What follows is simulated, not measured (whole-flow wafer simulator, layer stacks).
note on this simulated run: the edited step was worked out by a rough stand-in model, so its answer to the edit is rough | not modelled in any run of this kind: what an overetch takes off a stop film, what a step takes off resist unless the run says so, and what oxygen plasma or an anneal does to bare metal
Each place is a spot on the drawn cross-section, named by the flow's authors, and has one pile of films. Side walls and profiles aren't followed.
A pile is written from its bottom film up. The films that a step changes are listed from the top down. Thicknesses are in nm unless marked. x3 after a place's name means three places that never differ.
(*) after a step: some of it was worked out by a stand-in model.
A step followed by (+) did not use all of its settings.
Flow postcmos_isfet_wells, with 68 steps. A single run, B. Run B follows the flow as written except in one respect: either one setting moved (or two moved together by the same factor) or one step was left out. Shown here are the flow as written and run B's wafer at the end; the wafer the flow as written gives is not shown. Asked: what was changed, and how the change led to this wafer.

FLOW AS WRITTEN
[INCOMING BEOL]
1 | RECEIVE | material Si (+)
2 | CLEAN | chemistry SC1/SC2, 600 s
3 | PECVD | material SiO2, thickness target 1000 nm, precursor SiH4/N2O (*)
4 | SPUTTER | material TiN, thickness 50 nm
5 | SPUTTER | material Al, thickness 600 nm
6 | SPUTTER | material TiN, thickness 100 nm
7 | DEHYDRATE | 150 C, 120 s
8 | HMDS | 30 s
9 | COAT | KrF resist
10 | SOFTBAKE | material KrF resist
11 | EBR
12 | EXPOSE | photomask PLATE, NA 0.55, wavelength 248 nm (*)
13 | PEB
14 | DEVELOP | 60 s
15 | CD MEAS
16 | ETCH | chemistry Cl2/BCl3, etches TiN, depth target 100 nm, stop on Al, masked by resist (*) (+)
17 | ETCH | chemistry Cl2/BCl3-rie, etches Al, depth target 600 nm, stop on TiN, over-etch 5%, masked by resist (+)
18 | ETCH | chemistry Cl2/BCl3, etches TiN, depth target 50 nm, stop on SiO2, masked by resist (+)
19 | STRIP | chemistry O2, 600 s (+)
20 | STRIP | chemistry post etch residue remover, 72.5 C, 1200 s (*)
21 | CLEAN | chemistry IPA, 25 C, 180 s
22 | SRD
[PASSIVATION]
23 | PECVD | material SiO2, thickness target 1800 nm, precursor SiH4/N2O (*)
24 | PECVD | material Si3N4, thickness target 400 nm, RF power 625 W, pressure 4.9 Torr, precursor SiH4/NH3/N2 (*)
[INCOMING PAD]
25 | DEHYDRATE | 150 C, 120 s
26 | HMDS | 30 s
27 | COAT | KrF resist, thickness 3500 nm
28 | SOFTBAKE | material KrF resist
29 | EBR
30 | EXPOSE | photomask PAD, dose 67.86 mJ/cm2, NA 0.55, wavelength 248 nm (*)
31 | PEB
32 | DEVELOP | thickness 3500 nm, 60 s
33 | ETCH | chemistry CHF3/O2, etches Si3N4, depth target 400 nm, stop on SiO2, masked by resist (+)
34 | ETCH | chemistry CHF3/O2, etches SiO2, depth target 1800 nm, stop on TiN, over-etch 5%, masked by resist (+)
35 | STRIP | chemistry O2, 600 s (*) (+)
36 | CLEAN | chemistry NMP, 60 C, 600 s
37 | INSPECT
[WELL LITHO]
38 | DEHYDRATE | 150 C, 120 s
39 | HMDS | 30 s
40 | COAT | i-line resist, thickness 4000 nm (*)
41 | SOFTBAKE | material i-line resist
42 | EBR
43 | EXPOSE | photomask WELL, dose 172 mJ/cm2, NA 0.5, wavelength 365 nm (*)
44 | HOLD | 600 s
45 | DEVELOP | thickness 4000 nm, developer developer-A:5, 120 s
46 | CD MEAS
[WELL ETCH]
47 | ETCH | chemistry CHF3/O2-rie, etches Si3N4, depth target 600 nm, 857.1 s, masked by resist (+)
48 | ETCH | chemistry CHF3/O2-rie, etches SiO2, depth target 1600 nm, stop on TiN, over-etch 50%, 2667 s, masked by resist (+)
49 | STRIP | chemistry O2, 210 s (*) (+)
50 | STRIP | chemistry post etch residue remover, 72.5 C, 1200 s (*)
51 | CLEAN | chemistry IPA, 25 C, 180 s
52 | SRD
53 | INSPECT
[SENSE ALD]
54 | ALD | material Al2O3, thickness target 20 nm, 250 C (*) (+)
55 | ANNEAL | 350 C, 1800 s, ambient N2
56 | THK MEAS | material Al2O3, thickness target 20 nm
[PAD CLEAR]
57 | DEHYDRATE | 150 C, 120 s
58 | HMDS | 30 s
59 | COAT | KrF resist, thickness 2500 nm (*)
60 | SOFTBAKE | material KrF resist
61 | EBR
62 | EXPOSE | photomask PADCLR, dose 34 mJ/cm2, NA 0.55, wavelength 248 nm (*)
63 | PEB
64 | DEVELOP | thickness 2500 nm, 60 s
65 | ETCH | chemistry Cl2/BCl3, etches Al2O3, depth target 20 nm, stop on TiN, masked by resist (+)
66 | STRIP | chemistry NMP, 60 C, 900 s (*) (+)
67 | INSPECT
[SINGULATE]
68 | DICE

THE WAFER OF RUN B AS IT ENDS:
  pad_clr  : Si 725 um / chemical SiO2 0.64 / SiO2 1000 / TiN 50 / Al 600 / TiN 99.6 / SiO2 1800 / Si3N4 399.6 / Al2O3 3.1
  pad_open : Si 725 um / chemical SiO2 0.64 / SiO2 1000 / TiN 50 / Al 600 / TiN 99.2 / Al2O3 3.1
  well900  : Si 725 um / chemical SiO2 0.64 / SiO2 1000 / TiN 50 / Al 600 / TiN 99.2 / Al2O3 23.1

The reason: step 54, ALD: thickness target 23.1 nm was run, whereas the flow has thickness target 20 nm.
The wafer itself shows it: well900 has Al2O3 23.1, and step 54 as written asks for 20 nm.

The path from the change to this, step by step:
  54 | ALD | material Al2O3, thickness target 20 nm, 250 C (*) (+)
      field, margin, well900, well1300 x3, pad_rim, pad_clr, pad_open: +23.1 Al2O3 (new film) (as written it would have been: +20 Al2O3 (new film))
  65 | ETCH | chemistry Cl2/BCl3, etches Al2O3, depth target 20 nm, stop on TiN, masked by resist (+)
      pad_clr, pad_open: -20 Al2O3 (as written it would have been: -20 Al2O3 (all of it))
